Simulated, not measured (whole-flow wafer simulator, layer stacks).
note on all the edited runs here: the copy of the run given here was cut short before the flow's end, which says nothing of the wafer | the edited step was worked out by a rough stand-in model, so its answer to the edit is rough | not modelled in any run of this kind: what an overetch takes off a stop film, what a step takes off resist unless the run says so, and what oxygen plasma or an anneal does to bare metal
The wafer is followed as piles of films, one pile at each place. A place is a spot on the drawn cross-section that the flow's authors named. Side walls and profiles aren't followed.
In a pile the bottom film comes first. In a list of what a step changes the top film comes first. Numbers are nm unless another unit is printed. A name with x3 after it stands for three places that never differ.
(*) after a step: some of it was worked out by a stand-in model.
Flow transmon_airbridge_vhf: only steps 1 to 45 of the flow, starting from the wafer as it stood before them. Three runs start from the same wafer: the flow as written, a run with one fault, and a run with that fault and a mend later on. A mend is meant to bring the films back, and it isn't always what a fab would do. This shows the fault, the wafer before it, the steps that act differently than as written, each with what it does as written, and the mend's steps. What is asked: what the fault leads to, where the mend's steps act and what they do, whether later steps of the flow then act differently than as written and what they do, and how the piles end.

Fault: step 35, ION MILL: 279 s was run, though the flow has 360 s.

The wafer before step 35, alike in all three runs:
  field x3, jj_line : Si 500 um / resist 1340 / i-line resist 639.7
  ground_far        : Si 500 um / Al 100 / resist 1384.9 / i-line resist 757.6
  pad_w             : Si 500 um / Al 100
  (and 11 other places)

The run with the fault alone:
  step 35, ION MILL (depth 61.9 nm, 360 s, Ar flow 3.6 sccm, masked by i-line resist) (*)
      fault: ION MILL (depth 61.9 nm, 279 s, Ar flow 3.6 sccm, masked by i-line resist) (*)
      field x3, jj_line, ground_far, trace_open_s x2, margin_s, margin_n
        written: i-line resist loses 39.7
        fault: i-line resist loses 30.8
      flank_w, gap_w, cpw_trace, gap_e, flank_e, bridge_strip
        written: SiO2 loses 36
        fault: SiO2 loses 27.9
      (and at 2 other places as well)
  Steps later in the flow that act otherwise than as written (3 more steps, not shown, differ only slightly: by at most 2% or 0.5 nm, whichever is larger):
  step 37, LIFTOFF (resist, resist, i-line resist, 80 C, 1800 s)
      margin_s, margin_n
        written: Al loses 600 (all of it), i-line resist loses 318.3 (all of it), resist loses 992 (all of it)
        fault: Al loses 600 (all of it), i-line resist loses 327.2 (all of it), resist loses 992 (all of it)
  By the end, the piles at pad_w, pad_e depart from the flow's by more than 2% or 0.5 nm, whichever is larger.
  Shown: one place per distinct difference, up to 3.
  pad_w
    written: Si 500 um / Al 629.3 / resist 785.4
    fault: Si 500 um / Al 643.3 / resist 783.1

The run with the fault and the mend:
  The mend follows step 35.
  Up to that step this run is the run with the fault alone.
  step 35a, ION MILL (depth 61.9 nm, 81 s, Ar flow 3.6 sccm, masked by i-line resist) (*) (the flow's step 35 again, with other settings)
      field x3, jj_line, ground_far, trace_open_s x2, margin_s, margin_n
        i-line resist loses 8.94
      flank_w, gap_w, cpw_trace, gap_e, flank_e, bridge_strip
        SiO2 loses 8.09
      pad_w, pad_e
        Al loses 13.9
  Later steps of the flow that are run all act as written at every place that is followed.
  By the end, the piles equal the flow's at every place that both follow.
